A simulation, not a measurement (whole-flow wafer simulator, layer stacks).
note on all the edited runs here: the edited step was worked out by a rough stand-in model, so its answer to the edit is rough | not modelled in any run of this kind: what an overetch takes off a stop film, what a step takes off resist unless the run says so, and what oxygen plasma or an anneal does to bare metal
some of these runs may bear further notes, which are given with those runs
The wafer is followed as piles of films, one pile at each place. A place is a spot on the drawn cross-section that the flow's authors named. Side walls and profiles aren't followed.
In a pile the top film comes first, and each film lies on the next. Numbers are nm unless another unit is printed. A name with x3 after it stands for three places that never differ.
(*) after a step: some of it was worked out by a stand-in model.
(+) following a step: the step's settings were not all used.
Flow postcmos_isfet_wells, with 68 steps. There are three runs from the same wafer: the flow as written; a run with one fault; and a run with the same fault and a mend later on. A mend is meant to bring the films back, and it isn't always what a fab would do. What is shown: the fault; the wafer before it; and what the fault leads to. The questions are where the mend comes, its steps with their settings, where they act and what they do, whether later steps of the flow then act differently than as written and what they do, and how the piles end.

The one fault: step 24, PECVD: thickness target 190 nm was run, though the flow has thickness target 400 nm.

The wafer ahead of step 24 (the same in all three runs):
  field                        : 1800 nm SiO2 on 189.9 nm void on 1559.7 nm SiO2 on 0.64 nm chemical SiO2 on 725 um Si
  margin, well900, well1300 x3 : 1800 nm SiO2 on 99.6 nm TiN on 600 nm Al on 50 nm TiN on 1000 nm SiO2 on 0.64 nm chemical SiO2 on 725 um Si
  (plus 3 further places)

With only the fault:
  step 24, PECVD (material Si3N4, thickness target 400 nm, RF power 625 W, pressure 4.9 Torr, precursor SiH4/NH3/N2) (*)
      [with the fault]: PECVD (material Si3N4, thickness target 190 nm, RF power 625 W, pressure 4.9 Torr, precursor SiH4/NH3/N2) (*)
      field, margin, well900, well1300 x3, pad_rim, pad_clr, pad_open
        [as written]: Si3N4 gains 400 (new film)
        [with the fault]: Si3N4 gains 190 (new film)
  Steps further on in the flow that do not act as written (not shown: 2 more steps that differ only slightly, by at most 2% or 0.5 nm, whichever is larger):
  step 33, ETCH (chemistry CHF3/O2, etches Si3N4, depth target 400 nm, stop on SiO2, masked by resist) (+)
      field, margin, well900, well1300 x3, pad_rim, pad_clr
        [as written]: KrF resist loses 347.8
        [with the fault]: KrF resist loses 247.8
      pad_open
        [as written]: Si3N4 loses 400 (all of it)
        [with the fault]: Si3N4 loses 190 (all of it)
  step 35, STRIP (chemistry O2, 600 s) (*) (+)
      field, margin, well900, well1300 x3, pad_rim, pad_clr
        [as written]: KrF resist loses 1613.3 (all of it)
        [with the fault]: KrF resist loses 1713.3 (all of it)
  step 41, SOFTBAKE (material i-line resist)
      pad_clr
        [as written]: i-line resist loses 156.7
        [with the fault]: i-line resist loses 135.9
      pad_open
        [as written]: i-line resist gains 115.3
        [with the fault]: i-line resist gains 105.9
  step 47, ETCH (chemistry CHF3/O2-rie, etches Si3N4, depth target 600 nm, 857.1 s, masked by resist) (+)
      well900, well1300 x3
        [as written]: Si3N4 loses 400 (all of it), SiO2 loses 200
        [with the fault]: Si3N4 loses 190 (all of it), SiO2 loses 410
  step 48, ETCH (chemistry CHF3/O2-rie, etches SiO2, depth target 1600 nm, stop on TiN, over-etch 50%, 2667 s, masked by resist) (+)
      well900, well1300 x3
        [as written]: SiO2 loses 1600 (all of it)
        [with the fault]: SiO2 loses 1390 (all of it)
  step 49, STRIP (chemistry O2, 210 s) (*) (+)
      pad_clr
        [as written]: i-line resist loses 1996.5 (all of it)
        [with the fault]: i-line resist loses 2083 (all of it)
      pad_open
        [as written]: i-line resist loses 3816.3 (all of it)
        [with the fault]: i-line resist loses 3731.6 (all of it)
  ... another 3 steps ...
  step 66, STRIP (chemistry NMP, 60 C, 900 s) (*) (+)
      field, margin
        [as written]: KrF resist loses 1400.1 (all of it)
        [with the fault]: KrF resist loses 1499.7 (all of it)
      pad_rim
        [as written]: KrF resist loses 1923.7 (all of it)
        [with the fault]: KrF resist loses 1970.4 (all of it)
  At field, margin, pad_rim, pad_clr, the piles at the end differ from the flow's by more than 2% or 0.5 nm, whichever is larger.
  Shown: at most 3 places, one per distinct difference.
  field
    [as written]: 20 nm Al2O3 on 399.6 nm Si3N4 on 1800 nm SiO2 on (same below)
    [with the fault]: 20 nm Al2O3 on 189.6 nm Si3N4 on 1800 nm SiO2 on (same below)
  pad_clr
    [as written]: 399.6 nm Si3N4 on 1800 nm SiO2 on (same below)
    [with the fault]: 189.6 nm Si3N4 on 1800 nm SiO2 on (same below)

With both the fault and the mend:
  The mend follows step 24.
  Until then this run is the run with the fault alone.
  step 24a, PECVD (material Si3N4, thickness target 210 nm, RF power 625 W, pressure 4.9 Torr, precursor SiH4/NH3/N2) (*) (a further turn of the flow's step 24, with different settings)
      field, margin, well900, well1300 x3, pad_rim, pad_clr, pad_open
        Si3N4 gains 210
  None of the later steps of the flow acts differently than as written at any place that is followed.
  The piles end the same as the flow's at every place that both follow.
